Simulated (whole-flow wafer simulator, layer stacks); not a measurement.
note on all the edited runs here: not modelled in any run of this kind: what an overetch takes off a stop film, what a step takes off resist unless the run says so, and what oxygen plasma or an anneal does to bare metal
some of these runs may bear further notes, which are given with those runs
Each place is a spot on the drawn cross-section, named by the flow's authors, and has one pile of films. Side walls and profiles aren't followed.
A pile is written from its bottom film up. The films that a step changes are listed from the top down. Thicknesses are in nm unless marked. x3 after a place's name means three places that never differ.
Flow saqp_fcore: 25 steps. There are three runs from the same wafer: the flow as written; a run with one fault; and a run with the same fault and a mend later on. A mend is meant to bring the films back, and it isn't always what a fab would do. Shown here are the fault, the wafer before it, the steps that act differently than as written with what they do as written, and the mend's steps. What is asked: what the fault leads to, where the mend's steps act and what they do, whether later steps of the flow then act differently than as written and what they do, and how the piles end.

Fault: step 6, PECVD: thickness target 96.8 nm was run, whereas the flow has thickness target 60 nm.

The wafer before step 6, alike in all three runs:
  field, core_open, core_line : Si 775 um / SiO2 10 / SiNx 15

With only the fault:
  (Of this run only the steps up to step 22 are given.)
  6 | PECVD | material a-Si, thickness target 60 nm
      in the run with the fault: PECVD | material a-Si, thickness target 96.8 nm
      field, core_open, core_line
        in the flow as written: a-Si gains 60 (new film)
        in the run with the fault: a-Si gains 96.8 (new film)
  Every later step of the flow up to step 22 that is run acts as written at every place that is followed.
  Once step 22 is done, the piles at field, core_open, core_line depart from the flow's by more than 2% or 0.5 nm, whichever is larger.
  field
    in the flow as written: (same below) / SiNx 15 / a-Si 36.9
    in the run with the fault: (same below) / SiNx 15 / a-Si 73.7
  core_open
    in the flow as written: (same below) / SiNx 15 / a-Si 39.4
    in the run with the fault: (same below) / SiNx 15 / a-Si 76.2
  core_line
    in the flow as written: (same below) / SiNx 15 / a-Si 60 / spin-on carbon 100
    in the run with the fault: (same below) / SiNx 15 / a-Si 96.8 / spin-on carbon 100

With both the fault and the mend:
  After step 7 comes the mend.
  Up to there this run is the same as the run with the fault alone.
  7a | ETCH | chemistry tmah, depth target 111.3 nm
      field, core_open, core_line
        a-Si loses 96.8 (all of it)
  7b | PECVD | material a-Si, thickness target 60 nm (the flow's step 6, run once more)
      field, core_open, core_line
        a-Si gains 60 (new film)
  Every later step of the flow that is run acts as written at every place that is followed.
  At every place that both follow, the piles at the end match the flow's.
